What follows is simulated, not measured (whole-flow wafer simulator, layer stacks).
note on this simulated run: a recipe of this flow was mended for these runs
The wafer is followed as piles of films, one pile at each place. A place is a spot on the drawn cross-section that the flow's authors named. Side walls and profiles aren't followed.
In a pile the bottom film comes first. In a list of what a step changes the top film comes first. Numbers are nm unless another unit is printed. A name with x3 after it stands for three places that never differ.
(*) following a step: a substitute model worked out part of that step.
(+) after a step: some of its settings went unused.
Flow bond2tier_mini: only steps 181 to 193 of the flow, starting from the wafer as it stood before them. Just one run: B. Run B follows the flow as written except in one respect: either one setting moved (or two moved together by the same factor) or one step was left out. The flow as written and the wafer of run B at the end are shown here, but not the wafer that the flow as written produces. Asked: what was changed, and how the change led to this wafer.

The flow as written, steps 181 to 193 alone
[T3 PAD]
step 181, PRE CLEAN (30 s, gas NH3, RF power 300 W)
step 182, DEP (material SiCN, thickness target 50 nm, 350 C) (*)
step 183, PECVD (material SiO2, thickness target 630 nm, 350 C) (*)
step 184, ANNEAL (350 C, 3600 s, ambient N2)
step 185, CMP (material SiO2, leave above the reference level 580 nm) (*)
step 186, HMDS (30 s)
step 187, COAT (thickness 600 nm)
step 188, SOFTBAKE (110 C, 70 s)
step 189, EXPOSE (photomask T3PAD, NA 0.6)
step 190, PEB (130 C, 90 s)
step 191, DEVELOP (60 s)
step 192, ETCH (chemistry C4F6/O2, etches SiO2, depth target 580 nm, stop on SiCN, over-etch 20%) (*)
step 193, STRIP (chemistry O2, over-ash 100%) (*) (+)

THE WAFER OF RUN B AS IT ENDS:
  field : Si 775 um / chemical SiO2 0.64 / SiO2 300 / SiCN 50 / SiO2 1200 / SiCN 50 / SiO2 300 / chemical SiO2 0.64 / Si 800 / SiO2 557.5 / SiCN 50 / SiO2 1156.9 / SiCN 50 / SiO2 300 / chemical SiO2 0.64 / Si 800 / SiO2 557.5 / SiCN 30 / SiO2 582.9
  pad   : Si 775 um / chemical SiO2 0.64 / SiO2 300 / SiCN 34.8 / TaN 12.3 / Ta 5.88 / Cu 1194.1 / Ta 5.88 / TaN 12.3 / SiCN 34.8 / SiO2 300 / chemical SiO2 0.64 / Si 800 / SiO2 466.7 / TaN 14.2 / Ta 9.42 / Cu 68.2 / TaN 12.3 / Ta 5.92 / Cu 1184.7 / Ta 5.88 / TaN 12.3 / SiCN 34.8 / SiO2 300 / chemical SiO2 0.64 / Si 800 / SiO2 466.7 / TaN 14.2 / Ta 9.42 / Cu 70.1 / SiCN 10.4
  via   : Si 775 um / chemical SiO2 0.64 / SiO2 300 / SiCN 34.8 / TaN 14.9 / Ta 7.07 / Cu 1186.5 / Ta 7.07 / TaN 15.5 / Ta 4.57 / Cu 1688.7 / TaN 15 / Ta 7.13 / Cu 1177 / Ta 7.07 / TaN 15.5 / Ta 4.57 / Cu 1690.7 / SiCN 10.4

The reason: step 182, DEP: thickness target 30 nm was run, while the flow as written has thickness target 50 nm.
One can read it off the wafer: field has SiCN 30, and step 182 as written asks for 50 nm.

How this came from the change, step by step:
  step 182, DEP (material SiCN, thickness target 50 nm, 350 C) (*)
      field, pad, via: SiCN gains 30 (new film) (it would be, as written: SiCN gains 50 (new film))
